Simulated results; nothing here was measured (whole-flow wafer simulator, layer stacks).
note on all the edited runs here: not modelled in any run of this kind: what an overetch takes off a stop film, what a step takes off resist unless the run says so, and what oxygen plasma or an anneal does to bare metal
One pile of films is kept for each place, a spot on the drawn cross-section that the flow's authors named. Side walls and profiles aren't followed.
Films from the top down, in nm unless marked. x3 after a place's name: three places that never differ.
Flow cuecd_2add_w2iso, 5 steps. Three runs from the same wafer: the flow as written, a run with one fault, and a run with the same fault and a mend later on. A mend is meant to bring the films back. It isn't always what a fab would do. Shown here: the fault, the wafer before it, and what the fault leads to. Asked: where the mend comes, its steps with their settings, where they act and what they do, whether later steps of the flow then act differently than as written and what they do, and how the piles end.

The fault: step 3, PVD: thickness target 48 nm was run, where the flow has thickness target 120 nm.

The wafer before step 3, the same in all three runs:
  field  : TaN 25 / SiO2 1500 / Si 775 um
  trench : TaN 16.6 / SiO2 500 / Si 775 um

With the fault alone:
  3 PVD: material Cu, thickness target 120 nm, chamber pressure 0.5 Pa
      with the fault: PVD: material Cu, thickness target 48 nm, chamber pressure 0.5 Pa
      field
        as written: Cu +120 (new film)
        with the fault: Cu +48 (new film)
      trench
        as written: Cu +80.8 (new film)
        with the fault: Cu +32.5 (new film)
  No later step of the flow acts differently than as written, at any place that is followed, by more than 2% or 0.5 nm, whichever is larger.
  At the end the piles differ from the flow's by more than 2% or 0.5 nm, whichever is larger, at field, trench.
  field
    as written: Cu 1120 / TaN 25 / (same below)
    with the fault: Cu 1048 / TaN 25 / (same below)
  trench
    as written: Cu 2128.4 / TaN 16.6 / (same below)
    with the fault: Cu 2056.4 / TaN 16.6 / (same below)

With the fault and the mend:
  The mend comes after step 3.
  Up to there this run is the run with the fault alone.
  3a PVD: material Cu, thickness target 72 nm, chamber pressure 0.5 Pa (the flow's step 3 once more, with other settings)
      field
        Cu +72
      trench
        Cu +47.9
  No later step of the flow acts differently than as written, at any place that is followed, by more than 2% or 0.5 nm, whichever is larger.
  At the end the piles are the same as the flow's at every place that both follow.
